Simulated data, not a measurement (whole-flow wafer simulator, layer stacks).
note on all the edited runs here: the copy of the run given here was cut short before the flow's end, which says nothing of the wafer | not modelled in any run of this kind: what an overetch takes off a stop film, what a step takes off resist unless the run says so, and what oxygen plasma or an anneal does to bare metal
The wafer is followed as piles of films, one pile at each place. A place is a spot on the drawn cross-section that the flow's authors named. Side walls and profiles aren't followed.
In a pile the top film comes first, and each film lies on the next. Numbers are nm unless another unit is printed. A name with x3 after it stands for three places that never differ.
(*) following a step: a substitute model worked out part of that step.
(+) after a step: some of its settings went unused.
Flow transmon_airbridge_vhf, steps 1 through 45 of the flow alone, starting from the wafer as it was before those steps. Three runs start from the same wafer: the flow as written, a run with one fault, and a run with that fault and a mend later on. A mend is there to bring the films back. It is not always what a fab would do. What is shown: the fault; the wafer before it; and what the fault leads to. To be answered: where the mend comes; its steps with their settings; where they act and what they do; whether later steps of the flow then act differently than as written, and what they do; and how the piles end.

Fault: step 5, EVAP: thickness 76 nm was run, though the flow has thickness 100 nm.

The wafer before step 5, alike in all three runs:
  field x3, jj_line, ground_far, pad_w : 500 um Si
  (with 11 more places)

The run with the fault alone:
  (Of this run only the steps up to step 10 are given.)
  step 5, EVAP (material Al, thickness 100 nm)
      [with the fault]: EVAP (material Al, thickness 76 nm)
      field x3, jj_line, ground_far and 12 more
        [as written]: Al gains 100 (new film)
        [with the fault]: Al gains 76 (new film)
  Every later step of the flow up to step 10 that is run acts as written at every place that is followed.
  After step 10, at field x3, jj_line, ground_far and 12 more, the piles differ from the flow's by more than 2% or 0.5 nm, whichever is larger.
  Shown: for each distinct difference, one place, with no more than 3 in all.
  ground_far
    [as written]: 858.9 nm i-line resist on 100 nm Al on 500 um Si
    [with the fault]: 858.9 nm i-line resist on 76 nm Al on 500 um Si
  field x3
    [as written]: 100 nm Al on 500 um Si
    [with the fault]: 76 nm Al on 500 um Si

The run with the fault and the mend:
  The mend follows step 10.
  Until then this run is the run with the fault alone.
  step 10a, STRIP (i-line resist, 80 C, 600 s) (+)
      ground_far, pad_w, flank_w and 8 more
        i-line resist loses 858.9 (all of it)
  step 10b, EVAP (material Al, thickness 24 nm) (a further turn of the flow's step 5, with different settings)
      field x3, jj_line, ground_far and 12 more
        Al gains 24
  step 10c, COAT (i-line resist, thickness 900 nm) (a further turn of the flow's step 6)
      field x3, jj_line, ground_far and 12 more
        i-line resist gains 900 (new film)
  step 10d, SOFTBAKE (i-line resist, 90 C, 90 s) (a further turn of the flow's step 7)
      does not change any film at any place that is followed
  step 10e, EXPOSE (i-line resist, thickness 900 nm, photomask AB CPW, dose 155.4 mJ/cm2, NA 0.45, wavelength 365 nm) (*) (a further turn of the flow's step 8)
      does not change any film at any place that is followed
  step 10f, PEB (i-line resist, 110 C, 60 s) (a further turn of the flow's step 9)
      field x3, jj_line, ground_far and 12 more
        i-line resist loses 41
  step 10g, DEVELOP (i-line resist, thickness 900 nm, developer developer-B, 60 s) (a further turn of the flow's step 10)
      ground_far, pad_w, flank_w and 8 more
        i-line resist loses 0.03
      field x3, jj_line, gap_w, gap_e
        i-line resist loses 859 (all of it)
  Every later step of the flow that is run acts as written at every place that is followed.
  At every place that both follow, the piles at the end match the flow's.
